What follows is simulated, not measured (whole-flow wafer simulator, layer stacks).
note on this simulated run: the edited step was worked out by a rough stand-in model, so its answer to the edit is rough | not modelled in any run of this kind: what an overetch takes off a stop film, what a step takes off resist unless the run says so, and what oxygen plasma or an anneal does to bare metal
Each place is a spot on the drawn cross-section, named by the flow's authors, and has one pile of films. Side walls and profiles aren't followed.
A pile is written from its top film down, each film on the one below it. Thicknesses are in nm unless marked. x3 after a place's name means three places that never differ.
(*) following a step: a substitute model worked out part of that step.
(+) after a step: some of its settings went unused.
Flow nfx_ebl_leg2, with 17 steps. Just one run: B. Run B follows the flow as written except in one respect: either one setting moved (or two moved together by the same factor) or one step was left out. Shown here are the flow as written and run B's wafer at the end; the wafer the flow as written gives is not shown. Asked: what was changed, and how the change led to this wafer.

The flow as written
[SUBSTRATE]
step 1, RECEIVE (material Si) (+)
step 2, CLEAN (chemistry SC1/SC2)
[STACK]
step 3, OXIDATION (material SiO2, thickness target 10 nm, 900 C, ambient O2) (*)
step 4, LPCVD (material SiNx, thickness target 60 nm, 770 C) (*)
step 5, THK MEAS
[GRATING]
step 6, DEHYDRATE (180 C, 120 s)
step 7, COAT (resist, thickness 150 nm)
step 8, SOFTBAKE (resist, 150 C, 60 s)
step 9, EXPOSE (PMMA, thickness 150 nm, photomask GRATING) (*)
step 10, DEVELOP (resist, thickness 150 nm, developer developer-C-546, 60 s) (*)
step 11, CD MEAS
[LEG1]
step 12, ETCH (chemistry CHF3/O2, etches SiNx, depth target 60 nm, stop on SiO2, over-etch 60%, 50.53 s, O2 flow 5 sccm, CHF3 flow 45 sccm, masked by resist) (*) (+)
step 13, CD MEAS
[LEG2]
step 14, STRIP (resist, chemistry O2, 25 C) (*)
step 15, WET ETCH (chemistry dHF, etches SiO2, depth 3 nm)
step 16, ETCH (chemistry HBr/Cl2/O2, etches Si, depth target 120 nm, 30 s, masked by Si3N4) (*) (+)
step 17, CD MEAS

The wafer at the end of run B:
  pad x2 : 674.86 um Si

The reason: step 16, ETCH: depth target 135 nm was run, whereas the flow has depth target 120 nm.

How this came from the change, step by step:
  step 16, ETCH (chemistry HBr/Cl2/O2, etches Si, depth target 120 nm, 30 s, masked by Si3N4) (*) (+)
      pad x2: -135 Si (in the flow as written it would be: -120 Si)
